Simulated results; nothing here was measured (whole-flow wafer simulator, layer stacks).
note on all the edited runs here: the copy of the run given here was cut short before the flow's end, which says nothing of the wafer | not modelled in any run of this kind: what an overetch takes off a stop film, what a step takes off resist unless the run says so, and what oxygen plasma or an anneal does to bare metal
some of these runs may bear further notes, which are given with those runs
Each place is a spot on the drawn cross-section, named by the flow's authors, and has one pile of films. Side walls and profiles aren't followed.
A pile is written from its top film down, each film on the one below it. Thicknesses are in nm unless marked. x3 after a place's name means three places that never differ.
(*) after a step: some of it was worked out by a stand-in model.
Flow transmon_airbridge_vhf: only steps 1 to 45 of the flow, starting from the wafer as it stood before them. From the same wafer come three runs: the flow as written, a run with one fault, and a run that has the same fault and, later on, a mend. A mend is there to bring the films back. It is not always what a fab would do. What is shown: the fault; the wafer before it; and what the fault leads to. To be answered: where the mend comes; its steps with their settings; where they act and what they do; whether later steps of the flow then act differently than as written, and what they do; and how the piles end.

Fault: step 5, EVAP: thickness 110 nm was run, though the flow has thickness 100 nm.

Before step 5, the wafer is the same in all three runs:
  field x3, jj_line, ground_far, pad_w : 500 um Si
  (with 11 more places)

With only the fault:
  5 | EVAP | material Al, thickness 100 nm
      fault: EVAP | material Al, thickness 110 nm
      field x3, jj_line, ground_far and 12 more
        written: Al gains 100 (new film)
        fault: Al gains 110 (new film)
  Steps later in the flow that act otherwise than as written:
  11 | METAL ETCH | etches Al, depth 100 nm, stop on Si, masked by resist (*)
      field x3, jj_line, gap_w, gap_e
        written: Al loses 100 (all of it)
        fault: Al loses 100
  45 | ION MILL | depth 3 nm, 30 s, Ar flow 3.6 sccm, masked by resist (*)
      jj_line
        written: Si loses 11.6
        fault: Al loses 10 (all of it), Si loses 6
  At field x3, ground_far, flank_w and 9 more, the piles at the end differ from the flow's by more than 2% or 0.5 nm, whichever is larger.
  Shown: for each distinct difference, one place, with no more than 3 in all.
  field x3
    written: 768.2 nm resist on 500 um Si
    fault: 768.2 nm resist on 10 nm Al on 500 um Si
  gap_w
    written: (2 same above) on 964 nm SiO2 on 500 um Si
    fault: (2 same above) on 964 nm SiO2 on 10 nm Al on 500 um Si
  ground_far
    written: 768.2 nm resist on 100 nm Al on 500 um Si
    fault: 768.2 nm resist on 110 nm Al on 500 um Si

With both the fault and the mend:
  The mend stands after step 10.
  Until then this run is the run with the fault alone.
  11 | METAL ETCH | etches Al, depth 110 nm, stop on Si, masked by resist (*) (the flow's step 11; as written it has depth 100 nm)
      ground_far, pad_w, flank_w and 8 more
        i-line resist loses 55
      field x3, jj_line, gap_w, gap_e
        Al loses 110 (all of it)
  Every later step of the flow that is run acts as written, at every place that is followed, to within 2% or 0.5 nm, whichever is larger.
  At ground_far, flank_w, cpw_trace, flank_e, trace_open_s x2, margin_s, bridge_strip, margin_n, the piles at the end differ from the flow's by more than 2% or 0.5 nm, whichever is larger.
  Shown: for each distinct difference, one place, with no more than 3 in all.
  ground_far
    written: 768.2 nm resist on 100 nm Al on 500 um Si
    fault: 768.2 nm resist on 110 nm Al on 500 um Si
    mend: 768.2 nm resist on 110 nm Al on 500 um Si
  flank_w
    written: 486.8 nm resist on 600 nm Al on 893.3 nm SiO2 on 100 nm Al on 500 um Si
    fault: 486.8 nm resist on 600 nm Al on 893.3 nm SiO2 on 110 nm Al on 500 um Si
    mend: 484.4 nm resist on 600 nm Al on 893.4 nm SiO2 on 110 nm Al on 500 um Si
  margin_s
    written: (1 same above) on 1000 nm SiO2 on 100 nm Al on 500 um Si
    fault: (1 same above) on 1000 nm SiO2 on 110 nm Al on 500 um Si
    mend: (1 same above) on 1000 nm SiO2 on 110 nm Al on 500 um Si
